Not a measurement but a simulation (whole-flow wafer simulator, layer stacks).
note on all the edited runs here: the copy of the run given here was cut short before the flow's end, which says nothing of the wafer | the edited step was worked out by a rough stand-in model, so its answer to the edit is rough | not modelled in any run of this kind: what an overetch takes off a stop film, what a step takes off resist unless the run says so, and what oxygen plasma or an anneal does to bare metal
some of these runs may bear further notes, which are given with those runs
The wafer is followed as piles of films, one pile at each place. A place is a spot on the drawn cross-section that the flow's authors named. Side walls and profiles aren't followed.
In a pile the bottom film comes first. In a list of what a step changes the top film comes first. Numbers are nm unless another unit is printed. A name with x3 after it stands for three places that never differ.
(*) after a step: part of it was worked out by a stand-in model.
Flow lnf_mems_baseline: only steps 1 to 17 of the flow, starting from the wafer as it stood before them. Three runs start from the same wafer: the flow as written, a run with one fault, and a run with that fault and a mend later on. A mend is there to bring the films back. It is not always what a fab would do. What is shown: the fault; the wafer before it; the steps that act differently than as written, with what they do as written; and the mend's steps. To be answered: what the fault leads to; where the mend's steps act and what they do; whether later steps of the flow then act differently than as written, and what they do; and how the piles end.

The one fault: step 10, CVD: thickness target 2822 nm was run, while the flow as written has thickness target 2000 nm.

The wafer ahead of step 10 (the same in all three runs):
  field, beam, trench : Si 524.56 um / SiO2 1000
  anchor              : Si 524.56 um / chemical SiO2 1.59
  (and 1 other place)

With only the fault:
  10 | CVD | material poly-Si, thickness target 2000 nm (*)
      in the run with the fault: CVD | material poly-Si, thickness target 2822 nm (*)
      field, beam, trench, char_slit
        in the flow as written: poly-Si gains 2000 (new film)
        in the run with the fault: poly-Si gains 2822 (new film)
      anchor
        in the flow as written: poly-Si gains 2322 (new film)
        in the run with the fault: poly-Si gains 3389.4 (new film)
  Steps further on in the flow that do not act as written (not shown: 1 more step that differs only slightly, by at most 2% or 0.5 nm, whichever is larger):
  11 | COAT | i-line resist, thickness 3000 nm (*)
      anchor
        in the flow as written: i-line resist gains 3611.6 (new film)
        in the run with the fault: i-line resist gains 3380 (new film)
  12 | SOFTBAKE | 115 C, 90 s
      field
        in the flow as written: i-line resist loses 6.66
        in the run with the fault: i-line resist loses 5.4
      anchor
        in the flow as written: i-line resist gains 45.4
        in the run with the fault: i-line resist gains 35.6
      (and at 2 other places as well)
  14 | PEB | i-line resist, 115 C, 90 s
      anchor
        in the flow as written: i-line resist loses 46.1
        in the run with the fault: i-line resist loses 41.8
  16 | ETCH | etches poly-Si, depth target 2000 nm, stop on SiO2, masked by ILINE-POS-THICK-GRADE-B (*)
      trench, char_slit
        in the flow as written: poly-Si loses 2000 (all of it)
        in the run with the fault: poly-Si loses 2000
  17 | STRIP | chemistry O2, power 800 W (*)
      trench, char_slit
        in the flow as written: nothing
        in the run with the fault: chemical SiO2 gains 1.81 (new film), poly-Si loses 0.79
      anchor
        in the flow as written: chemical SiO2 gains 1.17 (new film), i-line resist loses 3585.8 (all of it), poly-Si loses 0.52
        in the run with the fault: chemical SiO2 gains 1.15 (new film), i-line resist loses 3348.6 (all of it), poly-Si loses 0.51
  At field, anchor, beam, trench, char_slit, the piles at the end differ from the flow's by more than 2% or 0.5 nm, whichever is larger.
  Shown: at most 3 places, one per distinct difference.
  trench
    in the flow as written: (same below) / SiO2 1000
    in the run with the fault: (same below) / SiO2 1000 / poly-Si 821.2 / chemical SiO2 1.81
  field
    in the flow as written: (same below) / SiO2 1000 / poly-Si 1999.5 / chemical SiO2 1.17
    in the run with the fault: (same below) / SiO2 1000 / poly-Si 2821.5 / chemical SiO2 1.15
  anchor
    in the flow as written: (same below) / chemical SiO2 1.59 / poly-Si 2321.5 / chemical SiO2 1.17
    in the run with the fault: (same below) / chemical SiO2 1.59 / poly-Si 3388.9 / chemical SiO2 1.15

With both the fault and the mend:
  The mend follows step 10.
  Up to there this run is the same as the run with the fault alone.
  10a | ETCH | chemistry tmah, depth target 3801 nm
      field, beam, trench, char_slit
        poly-Si loses 2822 (all of it)
      anchor
        poly-Si loses 3389.4 (all of it)
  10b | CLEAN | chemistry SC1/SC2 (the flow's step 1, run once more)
      does not change any film at any place that is followed
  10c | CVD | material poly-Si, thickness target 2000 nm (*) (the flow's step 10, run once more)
      field, beam, trench, char_slit
        poly-Si gains 2000 (new film)
      anchor
        poly-Si gains 2322 (new film)
  None of the later steps of the flow acts differently than as written at any place that is followed.
  The piles end the same as the flow's at every place that both follow.
